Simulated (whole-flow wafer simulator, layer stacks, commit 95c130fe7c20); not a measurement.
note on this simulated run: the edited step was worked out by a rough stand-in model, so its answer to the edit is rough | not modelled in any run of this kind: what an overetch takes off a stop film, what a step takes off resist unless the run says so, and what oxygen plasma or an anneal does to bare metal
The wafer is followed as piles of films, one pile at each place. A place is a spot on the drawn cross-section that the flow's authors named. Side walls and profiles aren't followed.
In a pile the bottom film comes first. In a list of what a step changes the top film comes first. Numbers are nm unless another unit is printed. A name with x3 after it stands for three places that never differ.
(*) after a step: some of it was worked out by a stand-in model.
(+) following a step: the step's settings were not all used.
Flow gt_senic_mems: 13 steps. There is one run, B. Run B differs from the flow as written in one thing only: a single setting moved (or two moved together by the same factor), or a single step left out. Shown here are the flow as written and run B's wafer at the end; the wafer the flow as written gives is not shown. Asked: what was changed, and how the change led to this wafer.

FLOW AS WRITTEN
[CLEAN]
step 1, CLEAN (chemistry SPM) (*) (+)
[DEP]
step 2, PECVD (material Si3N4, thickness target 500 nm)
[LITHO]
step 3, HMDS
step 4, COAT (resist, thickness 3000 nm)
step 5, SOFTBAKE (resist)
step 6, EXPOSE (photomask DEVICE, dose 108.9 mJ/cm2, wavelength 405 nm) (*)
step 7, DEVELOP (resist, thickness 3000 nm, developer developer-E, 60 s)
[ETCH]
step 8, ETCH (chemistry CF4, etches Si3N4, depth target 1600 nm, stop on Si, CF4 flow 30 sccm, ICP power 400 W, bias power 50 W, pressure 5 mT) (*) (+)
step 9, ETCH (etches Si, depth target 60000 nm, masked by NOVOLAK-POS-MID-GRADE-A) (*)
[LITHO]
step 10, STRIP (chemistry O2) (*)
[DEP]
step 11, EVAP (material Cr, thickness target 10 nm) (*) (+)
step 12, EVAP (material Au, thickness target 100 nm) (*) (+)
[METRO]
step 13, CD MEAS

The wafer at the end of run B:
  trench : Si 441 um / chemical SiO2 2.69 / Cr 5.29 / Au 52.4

The reason: step 9, ETCH: depth target 84000 nm was run, while the flow as written has depth target 60000 nm.

How this came from the change, step by step:
  step 9, ETCH (etches Si, depth target 60000 nm, masked by NOVOLAK-POS-MID-GRADE-A) (*)
      field: resist loses 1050 (in the flow as written it would be: resist loses 750)
      trench: Si loses 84 um (in the flow as written it would be: Si loses 60 um)
  step 10, STRIP (chemistry O2) (*)
      field: resist loses 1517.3 (all of it) (in the flow as written it would be: resist loses 1817.3 (all of it))
  step 11, EVAP (material Cr, thickness target 10 nm) (*) (+)
      trench: Cr gains 5.29 (new film) (in the flow as written it would be: Cr gains 6.45 (new film))
  step 12, EVAP (material Au, thickness target 100 nm) (*) (+)
      trench: Au gains 52.4 (new film) (in the flow as written it would be: Au gains 64.1 (new film))
